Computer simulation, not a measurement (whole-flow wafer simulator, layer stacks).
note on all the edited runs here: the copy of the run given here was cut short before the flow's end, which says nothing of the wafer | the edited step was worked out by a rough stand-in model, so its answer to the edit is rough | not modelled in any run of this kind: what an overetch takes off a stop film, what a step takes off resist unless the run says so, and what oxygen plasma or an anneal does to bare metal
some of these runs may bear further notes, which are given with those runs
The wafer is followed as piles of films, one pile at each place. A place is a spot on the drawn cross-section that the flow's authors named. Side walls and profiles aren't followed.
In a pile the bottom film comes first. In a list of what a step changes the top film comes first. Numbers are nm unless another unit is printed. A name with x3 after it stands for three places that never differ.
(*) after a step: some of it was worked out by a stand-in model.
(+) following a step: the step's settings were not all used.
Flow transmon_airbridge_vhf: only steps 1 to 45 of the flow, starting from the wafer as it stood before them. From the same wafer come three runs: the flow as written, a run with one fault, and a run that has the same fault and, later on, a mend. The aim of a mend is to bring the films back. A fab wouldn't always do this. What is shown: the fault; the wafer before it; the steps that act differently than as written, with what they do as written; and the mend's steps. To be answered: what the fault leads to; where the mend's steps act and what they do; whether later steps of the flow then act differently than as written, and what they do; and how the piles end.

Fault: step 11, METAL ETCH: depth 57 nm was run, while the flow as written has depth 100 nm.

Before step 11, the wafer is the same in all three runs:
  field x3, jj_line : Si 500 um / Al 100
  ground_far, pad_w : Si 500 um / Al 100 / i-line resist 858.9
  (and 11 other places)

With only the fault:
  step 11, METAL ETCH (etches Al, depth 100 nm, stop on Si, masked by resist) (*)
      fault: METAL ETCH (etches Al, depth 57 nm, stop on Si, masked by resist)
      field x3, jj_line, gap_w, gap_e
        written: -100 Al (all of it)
        fault: -57 Al
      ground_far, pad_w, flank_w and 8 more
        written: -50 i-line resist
        fault: -28.5 i-line resist
  Later steps of the flow acting differently than as written (14 more steps, not shown, differ only slightly: by at most 2% or 0.5 nm, whichever is larger):
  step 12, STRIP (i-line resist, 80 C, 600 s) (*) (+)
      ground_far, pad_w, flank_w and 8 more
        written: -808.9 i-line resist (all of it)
        fault: -830.4 i-line resist (all of it)
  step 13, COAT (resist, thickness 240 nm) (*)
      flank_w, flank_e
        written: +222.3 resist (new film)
        fault: +229.4 resist (new film)
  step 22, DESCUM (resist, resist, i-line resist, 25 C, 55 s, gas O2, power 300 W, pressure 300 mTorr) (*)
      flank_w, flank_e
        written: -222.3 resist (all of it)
        fault: -229.4 resist (all of it)
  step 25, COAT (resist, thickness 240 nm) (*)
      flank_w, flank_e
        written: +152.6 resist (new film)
        fault: +157.5 resist (new film)
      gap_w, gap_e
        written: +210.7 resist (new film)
        fault: +206.1 resist (new film)
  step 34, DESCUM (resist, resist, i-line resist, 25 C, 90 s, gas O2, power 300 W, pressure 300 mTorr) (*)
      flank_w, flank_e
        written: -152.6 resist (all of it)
        fault: -157.5 resist (all of it)
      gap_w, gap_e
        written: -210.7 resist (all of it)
        fault: -206.1 resist (all of it)
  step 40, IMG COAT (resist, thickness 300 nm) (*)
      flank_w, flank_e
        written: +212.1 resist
        fault: +218.8 resist
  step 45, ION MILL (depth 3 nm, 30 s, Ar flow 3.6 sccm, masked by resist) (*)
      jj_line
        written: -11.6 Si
        fault: -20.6 Al
  The piles end different from the flow's at field x3, jj_line, gap_w, gap_e by more than 2% or 0.5 nm, whichever is larger.
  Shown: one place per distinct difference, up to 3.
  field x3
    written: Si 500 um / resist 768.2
    fault: Si 500 um / Al 43 / resist 768.2
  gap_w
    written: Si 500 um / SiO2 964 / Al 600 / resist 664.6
    fault: Si 500 um / Al 43 / SiO2 964 / Al 600 / resist 652.7
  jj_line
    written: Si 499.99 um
    fault: Si 500 um / Al 22.4

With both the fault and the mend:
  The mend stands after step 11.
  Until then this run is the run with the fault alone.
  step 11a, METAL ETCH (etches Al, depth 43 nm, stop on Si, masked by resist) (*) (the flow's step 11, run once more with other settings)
      ground_far, pad_w, flank_w and 8 more
        -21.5 i-line resist
      field x3, jj_line, gap_w, gap_e
        -43 Al (all of it)
  None of the later steps of the flow acts differently than as written at any place that is followed.
  The piles end the same as the flow's at every place that both follow.
